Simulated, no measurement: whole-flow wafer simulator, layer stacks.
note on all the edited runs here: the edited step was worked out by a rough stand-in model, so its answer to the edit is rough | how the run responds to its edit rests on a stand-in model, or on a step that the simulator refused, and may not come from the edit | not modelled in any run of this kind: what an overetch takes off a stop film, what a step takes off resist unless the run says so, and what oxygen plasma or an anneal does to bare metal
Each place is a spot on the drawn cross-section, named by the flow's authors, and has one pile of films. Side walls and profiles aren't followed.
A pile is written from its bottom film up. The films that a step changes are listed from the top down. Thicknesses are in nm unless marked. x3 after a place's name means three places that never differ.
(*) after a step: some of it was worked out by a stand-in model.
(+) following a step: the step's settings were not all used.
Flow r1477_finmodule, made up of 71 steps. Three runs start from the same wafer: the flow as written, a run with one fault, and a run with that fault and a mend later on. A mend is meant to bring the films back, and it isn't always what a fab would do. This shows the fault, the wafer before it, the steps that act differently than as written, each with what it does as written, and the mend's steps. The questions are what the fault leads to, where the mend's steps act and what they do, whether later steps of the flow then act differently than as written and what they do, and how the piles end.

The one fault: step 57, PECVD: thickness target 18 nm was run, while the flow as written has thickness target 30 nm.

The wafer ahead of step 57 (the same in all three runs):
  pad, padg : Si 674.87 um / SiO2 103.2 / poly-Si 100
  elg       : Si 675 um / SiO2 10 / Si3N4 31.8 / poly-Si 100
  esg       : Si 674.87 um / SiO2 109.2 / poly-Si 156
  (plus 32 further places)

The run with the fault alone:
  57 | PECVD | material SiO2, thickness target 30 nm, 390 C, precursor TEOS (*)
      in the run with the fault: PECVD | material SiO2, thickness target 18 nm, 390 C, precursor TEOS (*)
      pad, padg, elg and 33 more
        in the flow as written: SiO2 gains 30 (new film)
        in the run with the fault: SiO2 gains 18 (new film)
  Steps further on in the flow that do not act as written (3 more steps, not shown, differ only slightly: by at most 2% or 0.5 nm, whichever is larger):
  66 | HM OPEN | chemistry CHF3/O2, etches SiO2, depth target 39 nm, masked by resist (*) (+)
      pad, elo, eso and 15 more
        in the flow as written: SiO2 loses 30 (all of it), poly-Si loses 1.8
        in the run with the fault: SiO2 loses 18 (all of it), poly-Si loses 1.8
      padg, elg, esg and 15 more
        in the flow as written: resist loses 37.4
        in the run with the fault: resist loses 25.9
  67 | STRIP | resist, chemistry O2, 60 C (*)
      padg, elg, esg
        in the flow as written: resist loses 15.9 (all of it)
        in the run with the fault: resist loses 27.4 (all of it)
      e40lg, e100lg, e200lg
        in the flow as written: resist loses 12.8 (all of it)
        in the run with the fault: resist loses 24.3 (all of it)
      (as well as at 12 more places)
  At padg, elg, esg and 15 more, the piles at the end differ from the flow's by more than 2% or 0.5 nm, whichever is larger.
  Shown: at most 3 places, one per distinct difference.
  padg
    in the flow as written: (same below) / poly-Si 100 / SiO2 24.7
    in the run with the fault: (same below) / poly-Si 100 / SiO2 12.7
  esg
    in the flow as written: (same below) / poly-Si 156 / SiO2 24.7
    in the run with the fault: (same below) / poly-Si 156 / SiO2 12.7
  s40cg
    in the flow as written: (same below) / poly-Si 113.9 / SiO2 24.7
    in the run with the fault: (same below) / poly-Si 113.9 / SiO2 12.7

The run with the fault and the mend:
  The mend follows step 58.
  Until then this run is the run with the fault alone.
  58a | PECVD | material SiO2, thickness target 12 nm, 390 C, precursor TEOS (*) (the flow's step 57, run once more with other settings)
      pad, padg, elg and 33 more
        SiO2 gains 12
  None of the later steps of the flow acts differently than as written at any place that is followed.
  At every place that both follow, the piles at the end match the flow's.
